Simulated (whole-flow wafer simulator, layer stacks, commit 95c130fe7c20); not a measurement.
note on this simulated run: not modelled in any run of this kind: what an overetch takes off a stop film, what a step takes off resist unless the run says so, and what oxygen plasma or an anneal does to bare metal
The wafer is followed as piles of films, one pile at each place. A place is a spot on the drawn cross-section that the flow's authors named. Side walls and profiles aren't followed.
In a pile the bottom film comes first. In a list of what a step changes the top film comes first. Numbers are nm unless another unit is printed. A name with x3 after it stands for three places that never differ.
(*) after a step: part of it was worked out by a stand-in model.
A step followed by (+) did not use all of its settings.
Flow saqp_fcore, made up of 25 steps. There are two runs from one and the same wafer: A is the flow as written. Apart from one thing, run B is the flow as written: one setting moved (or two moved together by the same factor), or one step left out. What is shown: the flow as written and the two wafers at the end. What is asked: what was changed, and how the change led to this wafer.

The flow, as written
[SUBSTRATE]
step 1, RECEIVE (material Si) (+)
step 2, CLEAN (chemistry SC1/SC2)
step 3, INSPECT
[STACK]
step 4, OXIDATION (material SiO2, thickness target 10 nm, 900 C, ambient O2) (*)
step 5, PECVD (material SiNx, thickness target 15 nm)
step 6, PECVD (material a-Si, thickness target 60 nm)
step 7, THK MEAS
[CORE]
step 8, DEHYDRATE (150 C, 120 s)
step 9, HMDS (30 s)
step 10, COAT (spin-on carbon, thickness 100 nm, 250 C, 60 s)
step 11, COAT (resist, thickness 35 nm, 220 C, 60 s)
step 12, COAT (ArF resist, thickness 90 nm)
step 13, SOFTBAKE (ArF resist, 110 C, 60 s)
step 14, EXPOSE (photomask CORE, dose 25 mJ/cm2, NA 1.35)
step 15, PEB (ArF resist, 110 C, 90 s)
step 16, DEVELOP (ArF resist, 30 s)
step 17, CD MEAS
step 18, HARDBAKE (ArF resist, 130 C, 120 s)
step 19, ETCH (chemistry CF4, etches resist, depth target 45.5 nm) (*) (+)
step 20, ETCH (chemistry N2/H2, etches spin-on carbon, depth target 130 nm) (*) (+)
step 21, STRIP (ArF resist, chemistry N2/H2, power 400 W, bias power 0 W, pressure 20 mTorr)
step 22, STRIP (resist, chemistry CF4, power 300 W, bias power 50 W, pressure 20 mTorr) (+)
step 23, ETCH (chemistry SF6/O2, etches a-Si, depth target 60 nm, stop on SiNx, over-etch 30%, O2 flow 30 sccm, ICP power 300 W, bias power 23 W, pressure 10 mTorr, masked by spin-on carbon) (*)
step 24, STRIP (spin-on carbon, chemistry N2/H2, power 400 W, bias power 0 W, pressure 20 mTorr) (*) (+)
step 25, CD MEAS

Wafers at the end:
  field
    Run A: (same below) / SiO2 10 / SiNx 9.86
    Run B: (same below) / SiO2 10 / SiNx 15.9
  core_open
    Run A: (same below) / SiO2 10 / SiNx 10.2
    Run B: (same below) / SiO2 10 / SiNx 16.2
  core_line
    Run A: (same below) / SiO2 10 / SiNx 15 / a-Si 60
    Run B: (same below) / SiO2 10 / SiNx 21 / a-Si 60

The reason: step 5, PECVD: thickness target 21 nm was run, whereas the flow has thickness target 15 nm.
One can read it off the wafer: core_line has SiNx 21, and step 5 as written asks for 15 nm.

The path from the change to this, step by step:
  step 5, PECVD (material SiNx, thickness target 15 nm)
      field, core_open, core_line: A SiNx gains 15 (new film) | B SiNx gains 21 (new film)
